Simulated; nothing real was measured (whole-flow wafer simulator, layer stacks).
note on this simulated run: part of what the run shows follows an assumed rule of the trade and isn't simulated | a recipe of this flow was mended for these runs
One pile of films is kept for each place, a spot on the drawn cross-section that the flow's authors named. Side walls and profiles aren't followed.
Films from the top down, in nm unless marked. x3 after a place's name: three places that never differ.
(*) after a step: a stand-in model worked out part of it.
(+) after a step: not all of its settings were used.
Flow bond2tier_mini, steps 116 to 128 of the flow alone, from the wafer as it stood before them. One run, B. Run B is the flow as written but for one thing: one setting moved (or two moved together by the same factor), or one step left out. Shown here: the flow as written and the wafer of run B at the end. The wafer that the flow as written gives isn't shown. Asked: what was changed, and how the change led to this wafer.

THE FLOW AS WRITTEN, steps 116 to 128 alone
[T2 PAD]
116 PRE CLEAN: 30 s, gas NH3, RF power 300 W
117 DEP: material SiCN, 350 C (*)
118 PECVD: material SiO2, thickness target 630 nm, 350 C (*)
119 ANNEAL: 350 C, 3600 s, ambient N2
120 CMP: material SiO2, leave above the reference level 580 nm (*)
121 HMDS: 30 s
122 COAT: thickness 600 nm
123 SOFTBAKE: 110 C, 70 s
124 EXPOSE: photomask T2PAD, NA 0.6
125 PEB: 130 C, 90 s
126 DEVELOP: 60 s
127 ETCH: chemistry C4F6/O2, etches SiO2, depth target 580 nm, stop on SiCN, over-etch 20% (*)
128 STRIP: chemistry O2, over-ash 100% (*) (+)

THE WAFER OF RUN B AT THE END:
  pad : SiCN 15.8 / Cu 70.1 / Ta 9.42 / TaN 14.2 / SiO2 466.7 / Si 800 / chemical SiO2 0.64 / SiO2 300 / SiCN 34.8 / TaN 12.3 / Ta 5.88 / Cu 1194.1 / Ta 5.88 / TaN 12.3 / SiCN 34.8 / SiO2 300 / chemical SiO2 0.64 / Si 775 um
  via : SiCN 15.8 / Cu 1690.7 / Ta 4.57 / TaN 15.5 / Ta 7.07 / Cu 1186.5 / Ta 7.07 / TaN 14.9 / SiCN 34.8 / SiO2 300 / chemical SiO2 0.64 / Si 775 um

The cause: step 127, ETCH: depth target 652.5 nm was run, where the flow has depth target 580 nm.

How the change led to this, step by step:
  127 ETCH: chemistry C4F6/O2, etches SiO2, depth target 580 nm, stop on SiCN, over-etch 20% (*)
      pad, via: SiO2 -580 (all of it), SiCN -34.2 (as written it would be: SiO2 -580 (all of it), SiCN -19.6)
      field: thick-KrF-resist -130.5 (as written it would be: thick-KrF-resist -116)
  128 STRIP: chemistry O2, over-ash 100% (*) (+)
      field: thick-KrF-resist -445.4 (all of it) (as written it would be: thick-KrF-resist -459.9 (all of it))
